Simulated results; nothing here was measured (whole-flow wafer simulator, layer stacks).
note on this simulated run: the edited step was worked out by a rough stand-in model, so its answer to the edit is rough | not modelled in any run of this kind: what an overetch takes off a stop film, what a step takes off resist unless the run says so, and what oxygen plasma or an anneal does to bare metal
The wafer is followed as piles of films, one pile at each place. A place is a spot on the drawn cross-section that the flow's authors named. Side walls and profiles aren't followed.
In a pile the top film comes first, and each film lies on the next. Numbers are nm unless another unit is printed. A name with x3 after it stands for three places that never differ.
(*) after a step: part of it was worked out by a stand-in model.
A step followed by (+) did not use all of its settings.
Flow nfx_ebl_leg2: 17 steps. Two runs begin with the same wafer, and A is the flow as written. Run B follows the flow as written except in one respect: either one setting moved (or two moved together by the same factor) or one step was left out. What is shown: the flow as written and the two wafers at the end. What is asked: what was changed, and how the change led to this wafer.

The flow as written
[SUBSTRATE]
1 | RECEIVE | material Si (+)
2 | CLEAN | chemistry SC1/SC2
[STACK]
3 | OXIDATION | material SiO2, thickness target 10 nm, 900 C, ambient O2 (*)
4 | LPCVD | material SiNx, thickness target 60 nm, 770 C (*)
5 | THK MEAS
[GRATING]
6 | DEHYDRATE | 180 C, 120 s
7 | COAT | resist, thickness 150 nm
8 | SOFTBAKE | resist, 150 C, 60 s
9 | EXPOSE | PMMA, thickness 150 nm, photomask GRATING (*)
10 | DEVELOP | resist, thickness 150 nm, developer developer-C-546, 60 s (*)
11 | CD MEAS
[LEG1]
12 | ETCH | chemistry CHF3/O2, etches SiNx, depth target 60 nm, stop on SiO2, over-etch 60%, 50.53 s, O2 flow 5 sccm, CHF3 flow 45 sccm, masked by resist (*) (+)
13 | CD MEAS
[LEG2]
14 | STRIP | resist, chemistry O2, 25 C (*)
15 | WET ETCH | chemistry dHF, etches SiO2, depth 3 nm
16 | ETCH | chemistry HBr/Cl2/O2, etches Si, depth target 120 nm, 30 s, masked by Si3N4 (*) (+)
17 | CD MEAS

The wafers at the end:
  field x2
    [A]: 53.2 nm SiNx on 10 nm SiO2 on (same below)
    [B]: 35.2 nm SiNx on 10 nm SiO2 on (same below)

The reason: step 4, LPCVD: thickness target 42 nm was run, whereas the flow has thickness target 60 nm.

Step by step, how the change led to this:
  4 | LPCVD | material SiNx, thickness target 60 nm, 770 C (*)
      field x2, pad x2: A +60 SiNx (new film) | B +42 SiNx (new film)
  12 | ETCH | chemistry CHF3/O2, etches SiNx, depth target 60 nm, stop on SiO2, over-etch 60%, 50.53 s, O2 flow 5 sccm, CHF3 flow 45 sccm, masked by resist (*) (+)
      pad x2: A -60 SiNx (all of it), -10 SiO2 (all of it) | B -42 SiNx (all of it), -10 SiO2 (all of it)
